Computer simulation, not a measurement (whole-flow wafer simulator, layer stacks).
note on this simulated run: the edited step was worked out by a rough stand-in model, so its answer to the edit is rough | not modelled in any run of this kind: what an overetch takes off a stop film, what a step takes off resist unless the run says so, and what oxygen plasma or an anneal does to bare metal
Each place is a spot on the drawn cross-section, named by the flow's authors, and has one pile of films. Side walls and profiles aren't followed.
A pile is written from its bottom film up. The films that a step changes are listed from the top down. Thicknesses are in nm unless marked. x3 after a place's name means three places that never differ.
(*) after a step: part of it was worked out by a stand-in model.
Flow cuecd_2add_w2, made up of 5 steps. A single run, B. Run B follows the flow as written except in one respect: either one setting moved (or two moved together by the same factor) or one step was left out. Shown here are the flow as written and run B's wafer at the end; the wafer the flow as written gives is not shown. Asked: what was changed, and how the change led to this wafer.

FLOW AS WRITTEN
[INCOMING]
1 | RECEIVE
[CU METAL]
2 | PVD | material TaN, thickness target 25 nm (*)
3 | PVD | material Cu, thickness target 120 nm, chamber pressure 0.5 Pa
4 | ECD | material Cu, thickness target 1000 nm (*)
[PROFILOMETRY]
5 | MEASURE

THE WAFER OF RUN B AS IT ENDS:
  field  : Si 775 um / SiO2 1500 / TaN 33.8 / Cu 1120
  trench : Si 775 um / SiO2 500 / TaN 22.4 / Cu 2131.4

The reason: step 2, PVD: thickness target 33.8 nm was run, though the flow has thickness target 25 nm.
One can read it off the wafer: field has TaN 33.8, and step 2 as written asks for 25 nm.

The path from the change to this, step by step:
  2 | PVD | material TaN, thickness target 25 nm (*)
      field: TaN gains 33.8 (new film) (in the flow as written it would be: TaN gains 25 (new film))
      trench: TaN gains 22.4 (new film) (in the flow as written it would be: TaN gains 16.6 (new film))
